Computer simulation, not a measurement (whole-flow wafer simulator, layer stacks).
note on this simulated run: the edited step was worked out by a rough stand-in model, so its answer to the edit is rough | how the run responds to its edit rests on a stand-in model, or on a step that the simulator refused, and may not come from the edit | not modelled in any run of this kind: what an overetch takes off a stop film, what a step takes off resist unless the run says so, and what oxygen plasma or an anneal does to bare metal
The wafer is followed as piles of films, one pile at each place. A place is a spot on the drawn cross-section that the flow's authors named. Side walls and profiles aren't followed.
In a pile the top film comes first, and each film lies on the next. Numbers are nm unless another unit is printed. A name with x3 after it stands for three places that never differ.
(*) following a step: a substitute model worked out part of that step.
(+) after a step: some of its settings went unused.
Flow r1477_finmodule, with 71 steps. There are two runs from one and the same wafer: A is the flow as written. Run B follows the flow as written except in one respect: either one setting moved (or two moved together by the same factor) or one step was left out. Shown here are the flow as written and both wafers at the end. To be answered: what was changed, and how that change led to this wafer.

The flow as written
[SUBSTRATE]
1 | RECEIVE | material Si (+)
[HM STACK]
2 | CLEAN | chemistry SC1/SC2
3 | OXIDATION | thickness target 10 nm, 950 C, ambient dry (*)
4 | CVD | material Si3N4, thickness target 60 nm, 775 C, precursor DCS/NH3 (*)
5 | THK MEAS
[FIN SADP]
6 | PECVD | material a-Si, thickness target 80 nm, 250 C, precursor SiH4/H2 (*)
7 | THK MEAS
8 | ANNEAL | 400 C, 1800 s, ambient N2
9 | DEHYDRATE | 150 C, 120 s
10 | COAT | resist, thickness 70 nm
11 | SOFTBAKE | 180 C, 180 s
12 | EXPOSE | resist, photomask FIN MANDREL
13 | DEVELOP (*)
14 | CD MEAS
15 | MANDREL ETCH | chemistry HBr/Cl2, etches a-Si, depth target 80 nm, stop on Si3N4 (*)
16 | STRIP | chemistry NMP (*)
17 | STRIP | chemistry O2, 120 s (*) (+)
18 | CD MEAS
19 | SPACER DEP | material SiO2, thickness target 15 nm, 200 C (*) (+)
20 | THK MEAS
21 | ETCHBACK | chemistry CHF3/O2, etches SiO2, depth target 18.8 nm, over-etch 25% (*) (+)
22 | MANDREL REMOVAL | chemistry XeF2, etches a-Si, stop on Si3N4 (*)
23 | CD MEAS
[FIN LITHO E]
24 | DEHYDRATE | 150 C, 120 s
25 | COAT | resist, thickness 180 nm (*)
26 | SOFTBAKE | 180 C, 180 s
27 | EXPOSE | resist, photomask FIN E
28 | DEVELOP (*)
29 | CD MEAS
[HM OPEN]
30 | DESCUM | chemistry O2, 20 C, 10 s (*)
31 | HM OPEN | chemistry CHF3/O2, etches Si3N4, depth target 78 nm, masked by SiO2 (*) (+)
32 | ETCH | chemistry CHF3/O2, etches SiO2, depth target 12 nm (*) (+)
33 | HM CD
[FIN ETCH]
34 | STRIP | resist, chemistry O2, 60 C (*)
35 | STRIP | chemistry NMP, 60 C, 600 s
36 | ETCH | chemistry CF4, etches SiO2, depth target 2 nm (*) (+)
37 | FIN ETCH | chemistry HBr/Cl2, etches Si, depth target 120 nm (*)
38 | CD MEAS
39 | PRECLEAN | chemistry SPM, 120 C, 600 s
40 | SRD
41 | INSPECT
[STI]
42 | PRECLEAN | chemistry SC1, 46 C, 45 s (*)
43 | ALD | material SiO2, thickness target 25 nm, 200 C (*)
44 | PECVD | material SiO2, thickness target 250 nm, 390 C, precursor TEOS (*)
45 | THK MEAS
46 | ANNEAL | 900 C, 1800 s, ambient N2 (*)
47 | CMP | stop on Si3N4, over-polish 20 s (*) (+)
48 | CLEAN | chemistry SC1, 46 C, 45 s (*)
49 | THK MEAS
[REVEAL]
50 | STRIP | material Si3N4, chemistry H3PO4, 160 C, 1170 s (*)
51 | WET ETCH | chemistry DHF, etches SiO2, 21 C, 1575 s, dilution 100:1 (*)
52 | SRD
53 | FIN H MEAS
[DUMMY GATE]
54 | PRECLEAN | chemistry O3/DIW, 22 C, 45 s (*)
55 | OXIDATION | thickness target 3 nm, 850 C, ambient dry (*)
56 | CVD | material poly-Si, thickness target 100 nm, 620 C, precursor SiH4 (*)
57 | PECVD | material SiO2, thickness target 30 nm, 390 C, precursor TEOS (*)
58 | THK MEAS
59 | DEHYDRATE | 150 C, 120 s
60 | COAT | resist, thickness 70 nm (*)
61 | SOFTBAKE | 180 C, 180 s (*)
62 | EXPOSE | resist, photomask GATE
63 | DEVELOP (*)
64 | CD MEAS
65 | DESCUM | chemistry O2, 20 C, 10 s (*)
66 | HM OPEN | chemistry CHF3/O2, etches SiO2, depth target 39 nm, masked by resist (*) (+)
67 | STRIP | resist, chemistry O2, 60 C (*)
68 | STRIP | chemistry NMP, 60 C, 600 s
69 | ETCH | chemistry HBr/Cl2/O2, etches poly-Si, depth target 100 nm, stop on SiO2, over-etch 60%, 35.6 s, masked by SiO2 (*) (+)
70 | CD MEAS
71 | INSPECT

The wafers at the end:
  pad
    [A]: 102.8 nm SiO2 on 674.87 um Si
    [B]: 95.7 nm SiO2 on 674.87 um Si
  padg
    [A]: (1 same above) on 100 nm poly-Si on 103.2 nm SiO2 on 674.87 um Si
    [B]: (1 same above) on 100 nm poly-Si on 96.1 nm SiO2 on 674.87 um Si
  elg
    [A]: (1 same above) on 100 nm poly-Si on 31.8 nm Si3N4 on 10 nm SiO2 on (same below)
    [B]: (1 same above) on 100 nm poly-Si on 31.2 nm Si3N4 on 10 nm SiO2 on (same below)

What caused this: step 6, PECVD: thickness target 62 nm was run, though the flow has thickness target 80 nm.

How this came from the change, step by step:
  6 | PECVD | material a-Si, thickness target 80 nm, 250 C, precursor SiH4/H2 (*)
      pad, padg, elg and 33 more: A +80 a-Si (new film) | B +62 a-Si (new film)
  15 | MANDREL ETCH | chemistry HBr/Cl2, etches a-Si, depth target 80 nm, stop on Si3N4 (*)
      pad, padg, elg and 27 more: A -80 a-Si (all of it) | B -62 a-Si (all of it)
  21 | ETCHBACK | chemistry CHF3/O2, etches SiO2, depth target 18.8 nm, over-etch 25% (*) (+)
      s40sg_line, s45sg_line, s50sg_line, s40so_line, s45so_line, s50so_line: A +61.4 SiO2 | B +43.4 SiO2
  22 | MANDREL REMOVAL | chemistry XeF2, etches a-Si, stop on Si3N4 (*)
      s40cg, s45cg, s50cg, s40co, s45co, s50co: A -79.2 a-Si (all of it) | B -61.2 a-Si (all of it)
  25 | COAT | resist, thickness 180 nm (*)
      s40cg, s40co: A +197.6 resist (new film) | B +193.1 resist (new film)
      s40sg, s40so: A +201.2 resist (new film) | B +196.7 resist (new film)
      (and at 14 other places as well)
  28 | DEVELOP (*)
      s40cg, s40co: A -197.6 resist (all of it) | B -193.1 resist (all of it)
      s40sg, s40so: A -201.2 resist (all of it) | B -196.7 resist (all of it)
      (and at 14 other places as well)
  37 | FIN ETCH | chemistry HBr/Cl2, etches Si, depth target 120 nm (*)
      s40sg_line, s45sg_line, s50sg_line, s40so_line, s45so_line, s50so_line: A -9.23 SiO2 | B -5.4 SiO2 (all of it), -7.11 Si3N4
  43 | ALD | material SiO2, thickness target 25 nm, 200 C (*)
      s40sg_line, s45sg_line, s50sg_line, s40so_line, s45so_line, s50so_line: A +25 SiO2 | B +25 SiO2 (new film)
      s40cg, s45cg, s50cg, s40co, s45co, s50co: A +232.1 SiO2 (new film) | B +210.8 SiO2 (new film)
  47 | CMP | stop on Si3N4, over-polish 20 s (*) (+)
      pad, padg, e40sg and 11 more: A -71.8 SiO2 | B -78.9 SiO2
      elg, esg, e40lg and 6 more: A -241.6 SiO2 | B -248.7 SiO2
      (and at 13 other places as well)
  50 | STRIP | material Si3N4, chemistry H3PO4, 160 C, 1170 s (*)
      s40sg_line, s45sg_line, s50sg_line, s40so_line, s45so_line, s50so_line: A -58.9 Si3N4 (all of it), -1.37 SiO2 | B -51.8 Si3N4 (all of it), -1.59 SiO2
  51 | WET ETCH | chemistry DHF, etches SiO2, 21 C, 1575 s, dilution 100:1 (*)
      elg, e40lg, e100lg, e200lg, elo, e40lo, e100lo, e200lo: A -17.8 SiO2 (all of it), -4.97 Si3N4 | B -10.7 SiO2 (all of it), -5.55 Si3N4
  56 | CVD | material poly-Si, thickness target 100 nm, 620 C, precursor SiH4 (*)
      s40cg, s40co: A +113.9 poly-Si (new film) | B +123 poly-Si (new film)
      s45cg, s45co: A +113.4 poly-Si (new film) | B +123 poly-Si (new film)
      (and at 3 other places as well)
  60 | COAT | resist, thickness 70 nm (*)
      e40sg, eso, e40so: A +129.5 resist (new film) | B +135.7 resist (new film)
      e100sg, e100so: A +129.4 resist (new film) | B +135.6 resist (new film)
      (and at 12 other places as well)
  63 | DEVELOP (*)
      eso, e40so: A -129.5 resist (all of it) | B -135.7 resist (all of it)
      e100so: A -129.4 resist (all of it) | B -135.6 resist (all of it)
      (and at 6 other places as well)
  67 | STRIP | resist, chemistry O2, 60 C (*)
      e40sg: A -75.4 resist (all of it) | B -81.6 resist (all of it)
      e100sg: A -75.3 resist (all of it) | B -81.5 resist (all of it)
      (and at 6 other places as well)
  69 | ETCH | chemistry HBr/Cl2/O2, etches poly-Si, depth target 100 nm, stop on SiO2, over-etch 60%, 35.6 s, masked by SiO2 (*) (+)
      s40co: A -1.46 chemical SiO2 (all of it), -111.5 poly-Si (all of it), -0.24 SiO2 | B -1.48 chemical SiO2 (all of it), -120.6 poly-Si (all of it), -0.2 SiO2
      s45co: A -1.46 chemical SiO2 (all of it), -110.9 poly-Si (all of it), -0.25 SiO2 | B -1.48 chemical SiO2 (all of it), -120.6 poly-Si (all of it), -0.2 SiO2
      (and at 1 other place as well)
